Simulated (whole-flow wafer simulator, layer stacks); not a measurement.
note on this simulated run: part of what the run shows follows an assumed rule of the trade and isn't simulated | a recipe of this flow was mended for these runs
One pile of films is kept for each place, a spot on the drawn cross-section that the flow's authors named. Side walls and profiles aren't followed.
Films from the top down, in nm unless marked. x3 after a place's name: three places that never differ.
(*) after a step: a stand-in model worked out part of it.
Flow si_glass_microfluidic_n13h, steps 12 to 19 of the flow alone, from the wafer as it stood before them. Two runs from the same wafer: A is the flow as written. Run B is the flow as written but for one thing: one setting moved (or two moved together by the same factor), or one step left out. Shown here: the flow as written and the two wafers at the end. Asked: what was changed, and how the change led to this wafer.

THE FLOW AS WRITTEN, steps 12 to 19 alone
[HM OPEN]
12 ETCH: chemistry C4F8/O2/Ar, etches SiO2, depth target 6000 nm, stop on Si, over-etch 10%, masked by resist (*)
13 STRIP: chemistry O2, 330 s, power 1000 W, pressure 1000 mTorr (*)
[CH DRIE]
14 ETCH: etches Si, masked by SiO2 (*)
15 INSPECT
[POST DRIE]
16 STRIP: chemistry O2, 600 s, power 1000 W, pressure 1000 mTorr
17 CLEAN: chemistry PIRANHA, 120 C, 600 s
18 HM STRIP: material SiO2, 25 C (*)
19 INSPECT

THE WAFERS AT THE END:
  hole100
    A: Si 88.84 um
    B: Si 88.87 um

The cause: step 12, ETCH: over-etch 5.88% was run, where the flow has over-etch 10%.

How the change led to this, step by step:
  12 ETCH: chemistry C4F8/O2/Ar, etches SiO2, depth target 6000 nm, stop on Si, over-etch 10%, masked by resist (*)
      land: A thick-i-line-resist -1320 | B thick-i-line-resist -1270.6
      hole100: A SiO2 -6000 (all of it), Si -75 | B SiO2 -6000 (all of it), Si -44.1
